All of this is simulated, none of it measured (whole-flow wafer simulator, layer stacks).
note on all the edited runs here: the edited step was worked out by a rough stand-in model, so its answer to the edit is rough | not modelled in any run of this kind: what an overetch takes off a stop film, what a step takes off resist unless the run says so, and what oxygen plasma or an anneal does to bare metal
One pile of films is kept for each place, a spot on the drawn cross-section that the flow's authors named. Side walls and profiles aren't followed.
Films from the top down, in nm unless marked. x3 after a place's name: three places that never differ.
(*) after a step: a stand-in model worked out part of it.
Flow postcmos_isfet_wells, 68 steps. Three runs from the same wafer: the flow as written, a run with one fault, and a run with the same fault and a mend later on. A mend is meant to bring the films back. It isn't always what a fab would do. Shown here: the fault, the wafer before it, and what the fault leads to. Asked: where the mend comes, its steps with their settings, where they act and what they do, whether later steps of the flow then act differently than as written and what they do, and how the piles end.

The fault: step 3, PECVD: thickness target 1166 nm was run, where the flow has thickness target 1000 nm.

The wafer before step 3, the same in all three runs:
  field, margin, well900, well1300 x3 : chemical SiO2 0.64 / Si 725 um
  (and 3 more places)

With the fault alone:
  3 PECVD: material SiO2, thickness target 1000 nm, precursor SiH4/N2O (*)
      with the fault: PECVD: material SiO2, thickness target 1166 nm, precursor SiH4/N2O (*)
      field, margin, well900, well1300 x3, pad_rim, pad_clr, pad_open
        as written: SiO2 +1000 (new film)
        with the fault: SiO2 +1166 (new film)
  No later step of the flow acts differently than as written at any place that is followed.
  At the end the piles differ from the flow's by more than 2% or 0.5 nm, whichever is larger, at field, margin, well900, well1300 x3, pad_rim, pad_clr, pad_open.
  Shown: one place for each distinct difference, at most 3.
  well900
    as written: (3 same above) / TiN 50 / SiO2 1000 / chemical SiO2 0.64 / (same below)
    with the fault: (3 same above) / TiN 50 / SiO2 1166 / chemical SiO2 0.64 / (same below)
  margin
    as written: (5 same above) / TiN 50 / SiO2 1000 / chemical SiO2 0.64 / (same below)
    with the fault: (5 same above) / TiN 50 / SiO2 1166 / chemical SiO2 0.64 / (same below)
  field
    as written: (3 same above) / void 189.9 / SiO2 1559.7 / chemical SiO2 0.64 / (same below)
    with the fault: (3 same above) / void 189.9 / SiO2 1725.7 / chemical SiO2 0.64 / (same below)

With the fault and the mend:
  The mend comes after step 3.
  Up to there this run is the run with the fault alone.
  3a ETCH: chemistry boe, depth target 1341 nm
      field, margin, well900, well1300 x3, pad_rim, pad_clr, pad_open
        SiO2 -1166 (all of it), chemical SiO2 -0.64 (all of it)
  3b PECVD: material SiO2, thickness target 1000 nm, precursor SiH4/N2O (the flow's step 3 once more)
      field, margin, well900, well1300 x3, pad_rim, pad_clr, pad_open
        SiO2 +1000 (new film)
  No later step of the flow acts differently than as written at any place that is followed.
  At the end the piles differ from the flow's by more than 2% or 0.5 nm, whichever is larger, at field, margin, well900, well1300 x3, pad_rim, pad_clr, pad_open.
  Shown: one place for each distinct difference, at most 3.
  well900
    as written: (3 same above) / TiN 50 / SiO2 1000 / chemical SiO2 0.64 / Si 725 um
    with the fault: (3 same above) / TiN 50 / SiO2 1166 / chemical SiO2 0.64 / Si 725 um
    with the mend: (3 same above) / TiN 50 / SiO2 1000 / Si 725 um
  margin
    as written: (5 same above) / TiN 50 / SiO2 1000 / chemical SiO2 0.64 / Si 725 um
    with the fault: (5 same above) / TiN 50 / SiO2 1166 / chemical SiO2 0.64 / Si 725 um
    with the mend: (5 same above) / TiN 50 / SiO2 1000 / Si 725 um
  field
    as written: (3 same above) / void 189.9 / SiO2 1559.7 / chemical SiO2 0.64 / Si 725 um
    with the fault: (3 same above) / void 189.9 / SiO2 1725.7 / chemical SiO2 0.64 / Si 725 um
    with the mend: (3 same above) / void 189.9 / SiO2 1559.7 / Si 725 um
